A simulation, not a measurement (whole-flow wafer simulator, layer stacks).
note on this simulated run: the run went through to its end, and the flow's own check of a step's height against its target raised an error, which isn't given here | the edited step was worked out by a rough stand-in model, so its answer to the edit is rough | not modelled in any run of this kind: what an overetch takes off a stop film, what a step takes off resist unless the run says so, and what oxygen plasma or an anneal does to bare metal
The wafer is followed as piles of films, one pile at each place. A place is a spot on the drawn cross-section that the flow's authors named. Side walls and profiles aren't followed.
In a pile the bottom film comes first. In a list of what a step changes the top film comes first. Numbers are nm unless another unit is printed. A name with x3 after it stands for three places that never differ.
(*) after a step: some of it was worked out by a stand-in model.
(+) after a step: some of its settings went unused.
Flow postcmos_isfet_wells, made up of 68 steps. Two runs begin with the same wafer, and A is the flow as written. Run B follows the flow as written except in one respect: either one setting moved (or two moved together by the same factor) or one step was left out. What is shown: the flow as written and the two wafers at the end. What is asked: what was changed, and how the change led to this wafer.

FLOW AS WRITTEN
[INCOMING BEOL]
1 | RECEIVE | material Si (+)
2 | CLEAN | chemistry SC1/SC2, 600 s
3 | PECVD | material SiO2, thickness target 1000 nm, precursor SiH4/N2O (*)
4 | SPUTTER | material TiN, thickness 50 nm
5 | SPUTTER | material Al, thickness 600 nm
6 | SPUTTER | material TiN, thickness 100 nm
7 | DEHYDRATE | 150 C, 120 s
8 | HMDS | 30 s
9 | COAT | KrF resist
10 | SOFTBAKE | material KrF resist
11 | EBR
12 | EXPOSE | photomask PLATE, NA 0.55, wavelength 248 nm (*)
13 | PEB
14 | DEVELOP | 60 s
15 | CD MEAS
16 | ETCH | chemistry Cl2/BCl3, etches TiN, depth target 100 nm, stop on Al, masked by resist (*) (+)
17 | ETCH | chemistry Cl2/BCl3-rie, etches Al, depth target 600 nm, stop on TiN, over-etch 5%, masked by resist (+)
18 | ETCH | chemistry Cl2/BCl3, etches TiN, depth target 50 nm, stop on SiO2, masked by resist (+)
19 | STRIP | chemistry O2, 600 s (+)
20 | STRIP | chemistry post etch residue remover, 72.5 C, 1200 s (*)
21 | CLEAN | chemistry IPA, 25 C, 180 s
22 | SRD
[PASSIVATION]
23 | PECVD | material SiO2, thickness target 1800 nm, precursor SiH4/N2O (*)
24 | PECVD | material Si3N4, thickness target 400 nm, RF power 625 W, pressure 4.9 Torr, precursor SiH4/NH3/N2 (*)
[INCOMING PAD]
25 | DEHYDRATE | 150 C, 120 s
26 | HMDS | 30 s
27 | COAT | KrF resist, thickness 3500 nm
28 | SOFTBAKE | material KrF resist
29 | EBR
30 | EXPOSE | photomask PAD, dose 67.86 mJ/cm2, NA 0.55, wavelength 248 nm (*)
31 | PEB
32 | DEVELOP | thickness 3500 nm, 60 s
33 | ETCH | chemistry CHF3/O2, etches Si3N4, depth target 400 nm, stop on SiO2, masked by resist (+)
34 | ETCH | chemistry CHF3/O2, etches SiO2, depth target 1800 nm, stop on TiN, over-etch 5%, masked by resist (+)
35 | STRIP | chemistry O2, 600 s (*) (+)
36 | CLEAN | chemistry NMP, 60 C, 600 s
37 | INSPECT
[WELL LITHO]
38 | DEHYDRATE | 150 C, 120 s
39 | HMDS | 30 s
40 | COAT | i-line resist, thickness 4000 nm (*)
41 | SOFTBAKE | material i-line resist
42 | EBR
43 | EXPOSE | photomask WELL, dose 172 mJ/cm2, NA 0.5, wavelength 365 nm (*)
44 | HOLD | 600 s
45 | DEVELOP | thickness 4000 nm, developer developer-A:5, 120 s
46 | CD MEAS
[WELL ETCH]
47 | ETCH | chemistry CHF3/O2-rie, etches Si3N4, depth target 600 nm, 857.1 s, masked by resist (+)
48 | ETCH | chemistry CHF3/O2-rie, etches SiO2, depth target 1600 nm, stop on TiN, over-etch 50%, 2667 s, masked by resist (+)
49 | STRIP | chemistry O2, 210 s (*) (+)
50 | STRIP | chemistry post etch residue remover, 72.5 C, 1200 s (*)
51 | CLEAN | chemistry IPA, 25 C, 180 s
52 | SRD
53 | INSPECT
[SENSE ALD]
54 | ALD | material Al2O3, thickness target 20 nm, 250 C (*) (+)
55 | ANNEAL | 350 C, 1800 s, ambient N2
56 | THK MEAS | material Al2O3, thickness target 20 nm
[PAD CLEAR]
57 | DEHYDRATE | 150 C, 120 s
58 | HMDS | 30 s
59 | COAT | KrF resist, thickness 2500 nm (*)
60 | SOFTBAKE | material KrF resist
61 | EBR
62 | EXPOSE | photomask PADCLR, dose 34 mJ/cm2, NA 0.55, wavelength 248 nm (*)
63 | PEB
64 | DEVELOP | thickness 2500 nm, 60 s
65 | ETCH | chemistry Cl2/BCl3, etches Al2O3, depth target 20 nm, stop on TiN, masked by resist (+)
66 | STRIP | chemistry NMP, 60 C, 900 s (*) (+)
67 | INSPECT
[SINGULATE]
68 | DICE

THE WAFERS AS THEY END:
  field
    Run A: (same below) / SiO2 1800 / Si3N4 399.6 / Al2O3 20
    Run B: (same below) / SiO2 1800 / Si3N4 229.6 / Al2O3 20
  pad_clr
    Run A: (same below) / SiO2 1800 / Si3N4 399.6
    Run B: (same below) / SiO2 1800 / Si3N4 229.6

What caused this: step 24, PECVD: thickness target 230 nm was run, while the flow as written has thickness target 400 nm.

Step by step, how the change led to this:
  24 | PECVD | material Si3N4, thickness target 400 nm, RF power 625 W, pressure 4.9 Torr, precursor SiH4/NH3/N2 (*)
      field, margin, well900, well1300 x3, pad_rim, pad_clr, pad_open: A +400 Si3N4 (new film) | B +230 Si3N4 (new film)
  33 | ETCH | chemistry CHF3/O2, etches Si3N4, depth target 400 nm, stop on SiO2, masked by resist (+)
      field, margin, well900, well1300 x3, pad_rim, pad_clr: A -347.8 KrF resist | B -300 KrF resist
      pad_open: A -400 Si3N4 (all of it) | B -230 Si3N4 (all of it)
  35 | STRIP | chemistry O2, 600 s (*) (+)
      field, margin, well900, well1300 x3, pad_rim, pad_clr: A -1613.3 KrF resist (all of it) | B -1661.1 KrF resist (all of it)
  41 | SOFTBAKE | material i-line resist
      pad_clr: A -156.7 i-line resist | B -139.8 i-line resist
      pad_open: A +115.3 i-line resist | B +107.8 i-line resist
  47 | ETCH | chemistry CHF3/O2-rie, etches Si3N4, depth target 600 nm, 857.1 s, masked by resist (+)
      well900, well1300 x3: A -400 Si3N4 (all of it), -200 SiO2 | B -230 Si3N4 (all of it), -370 SiO2
  48 | ETCH | chemistry CHF3/O2-rie, etches SiO2, depth target 1600 nm, stop on TiN, over-etch 50%, 2667 s, masked by resist (+)
      well900, well1300 x3: A -1600 SiO2 (all of it) | B -1430 SiO2 (all of it)
  49 | STRIP | chemistry O2, 210 s (*) (+)
      pad_clr: A -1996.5 i-line resist (all of it) | B -2066.5 i-line resist (all of it)
  59 | COAT | KrF resist, thickness 2500 nm (*)
      field: A +1449 KrF resist (new film) | B +1530.2 KrF resist (new film)
      margin: A +1448.9 KrF resist (new film) | B +1530.1 KrF resist (new film)
      (also at 1 further place)
  63 | PEB
      field, margin: A -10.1 KrF resist | B -10.7 KrF resist
  64 | DEVELOP | thickness 2500 nm, 60 s
      pad_clr: A -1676 KrF resist (all of it) | B -1732.8 KrF resist (all of it)
  66 | STRIP | chemistry NMP, 60 C, 900 s (*) (+)
      field: A -1400.1 KrF resist (all of it) | B -1480.8 KrF resist (all of it)
      margin: A -1400.1 KrF resist (all of it) | B -1480.7 KrF resist (all of it)
